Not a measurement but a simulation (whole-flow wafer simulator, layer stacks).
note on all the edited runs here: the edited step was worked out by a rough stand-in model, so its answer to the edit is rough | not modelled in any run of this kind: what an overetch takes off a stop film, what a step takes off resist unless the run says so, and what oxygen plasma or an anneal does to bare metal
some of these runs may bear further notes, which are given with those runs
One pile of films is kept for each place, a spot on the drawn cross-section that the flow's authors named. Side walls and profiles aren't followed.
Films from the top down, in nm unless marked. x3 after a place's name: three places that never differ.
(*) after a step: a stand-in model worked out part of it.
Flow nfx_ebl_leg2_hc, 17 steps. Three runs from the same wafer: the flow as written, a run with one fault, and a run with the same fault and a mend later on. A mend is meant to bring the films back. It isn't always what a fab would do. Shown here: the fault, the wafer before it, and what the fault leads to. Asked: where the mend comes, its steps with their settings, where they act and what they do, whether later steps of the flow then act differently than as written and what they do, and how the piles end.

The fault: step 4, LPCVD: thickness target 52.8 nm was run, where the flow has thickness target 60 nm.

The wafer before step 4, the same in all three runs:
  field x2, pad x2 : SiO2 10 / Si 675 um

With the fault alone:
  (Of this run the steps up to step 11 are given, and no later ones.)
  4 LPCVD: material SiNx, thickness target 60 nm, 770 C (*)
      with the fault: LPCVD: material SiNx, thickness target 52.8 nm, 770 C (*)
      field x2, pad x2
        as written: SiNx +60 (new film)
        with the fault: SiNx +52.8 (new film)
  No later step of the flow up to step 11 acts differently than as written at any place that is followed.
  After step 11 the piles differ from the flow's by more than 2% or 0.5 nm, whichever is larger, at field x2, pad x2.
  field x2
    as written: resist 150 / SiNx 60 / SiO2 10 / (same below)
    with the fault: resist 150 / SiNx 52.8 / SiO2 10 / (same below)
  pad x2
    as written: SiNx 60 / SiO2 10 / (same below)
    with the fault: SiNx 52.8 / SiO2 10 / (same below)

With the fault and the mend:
  The mend comes after step 5.
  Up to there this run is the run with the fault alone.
  5a ETCH: chemistry h3po4, depth target 60.72 nm
      field x2, pad x2
        SiNx -52.8 (all of it)
  5b CLEAN: chemistry SC1/SC2 (the flow's step 2 once more)
      changes no film at any place that is followed
  5c LPCVD: material SiNx, thickness target 60 nm, 770 C (*) (the flow's step 4 once more)
      field x2, pad x2
        SiNx +60 (new film)
  No later step of the flow acts differently than as written at any place that is followed.
  At the end the piles are the same as the flow's at every place that both follow.
